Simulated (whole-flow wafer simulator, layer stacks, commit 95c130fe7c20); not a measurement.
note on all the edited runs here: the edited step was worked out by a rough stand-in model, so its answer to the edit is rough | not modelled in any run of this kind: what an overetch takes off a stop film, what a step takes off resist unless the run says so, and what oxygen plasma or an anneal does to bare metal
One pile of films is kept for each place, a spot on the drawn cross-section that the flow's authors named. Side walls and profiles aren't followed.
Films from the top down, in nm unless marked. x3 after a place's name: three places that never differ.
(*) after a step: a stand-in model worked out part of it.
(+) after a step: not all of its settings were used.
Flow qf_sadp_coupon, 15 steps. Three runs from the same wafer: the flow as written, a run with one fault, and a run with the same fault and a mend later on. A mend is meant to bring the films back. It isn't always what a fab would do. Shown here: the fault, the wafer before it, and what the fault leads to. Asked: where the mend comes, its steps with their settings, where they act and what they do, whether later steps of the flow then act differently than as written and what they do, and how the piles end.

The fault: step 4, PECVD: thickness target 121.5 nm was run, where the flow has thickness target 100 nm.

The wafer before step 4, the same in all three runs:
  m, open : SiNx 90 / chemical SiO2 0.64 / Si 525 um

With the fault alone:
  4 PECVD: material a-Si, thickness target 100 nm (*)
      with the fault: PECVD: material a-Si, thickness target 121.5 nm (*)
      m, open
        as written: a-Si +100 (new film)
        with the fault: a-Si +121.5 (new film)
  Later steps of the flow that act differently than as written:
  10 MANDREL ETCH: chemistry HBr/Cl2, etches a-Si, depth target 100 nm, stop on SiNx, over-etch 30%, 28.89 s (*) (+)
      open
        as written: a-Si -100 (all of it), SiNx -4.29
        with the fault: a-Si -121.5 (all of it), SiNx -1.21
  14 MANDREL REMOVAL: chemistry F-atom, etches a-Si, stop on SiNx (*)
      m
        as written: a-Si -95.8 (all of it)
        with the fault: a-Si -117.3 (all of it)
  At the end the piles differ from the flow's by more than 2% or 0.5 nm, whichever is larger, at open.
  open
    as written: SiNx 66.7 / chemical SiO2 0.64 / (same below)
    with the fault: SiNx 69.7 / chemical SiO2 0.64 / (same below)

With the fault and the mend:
  The mend comes after step 4.
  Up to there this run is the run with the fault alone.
  4a ETCH: chemistry tmah, depth target 139.7 nm
      m, open
        a-Si -121.5 (all of it)
  4b PECVD: material a-Si, thickness target 100 nm (*) (the flow's step 4 once more)
      m, open
        a-Si +100 (new film)
  No later step of the flow acts differently than as written at any place that is followed.
  At the end the piles are the same as the flow's at every place that both follow.
